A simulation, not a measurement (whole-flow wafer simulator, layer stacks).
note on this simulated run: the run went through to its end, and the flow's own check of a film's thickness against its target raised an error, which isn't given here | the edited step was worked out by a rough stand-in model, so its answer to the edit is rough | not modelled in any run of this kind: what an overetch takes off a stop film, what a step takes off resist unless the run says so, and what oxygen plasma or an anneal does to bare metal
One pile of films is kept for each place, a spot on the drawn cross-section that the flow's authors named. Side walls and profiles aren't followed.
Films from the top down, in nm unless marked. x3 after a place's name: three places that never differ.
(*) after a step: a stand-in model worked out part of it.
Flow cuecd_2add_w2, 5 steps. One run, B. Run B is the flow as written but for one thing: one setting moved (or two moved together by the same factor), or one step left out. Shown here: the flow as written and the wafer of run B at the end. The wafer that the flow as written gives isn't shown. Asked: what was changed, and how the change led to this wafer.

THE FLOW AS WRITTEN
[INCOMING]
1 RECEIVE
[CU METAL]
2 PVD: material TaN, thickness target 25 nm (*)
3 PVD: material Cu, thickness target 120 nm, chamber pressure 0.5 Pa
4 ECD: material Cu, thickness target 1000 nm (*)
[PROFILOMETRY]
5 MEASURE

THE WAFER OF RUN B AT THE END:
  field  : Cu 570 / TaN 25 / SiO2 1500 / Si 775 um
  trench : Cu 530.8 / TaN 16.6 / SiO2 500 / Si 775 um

The cause: step 4, ECD: thickness target 450 nm was run, where the flow has thickness target 1000 nm.

How the change led to this, step by step:
  4 ECD: material Cu, thickness target 1000 nm (*)
      field: Cu +450 (as written it would be: Cu +1000)
      trench: Cu +450 (as written it would be: Cu +2047.6)
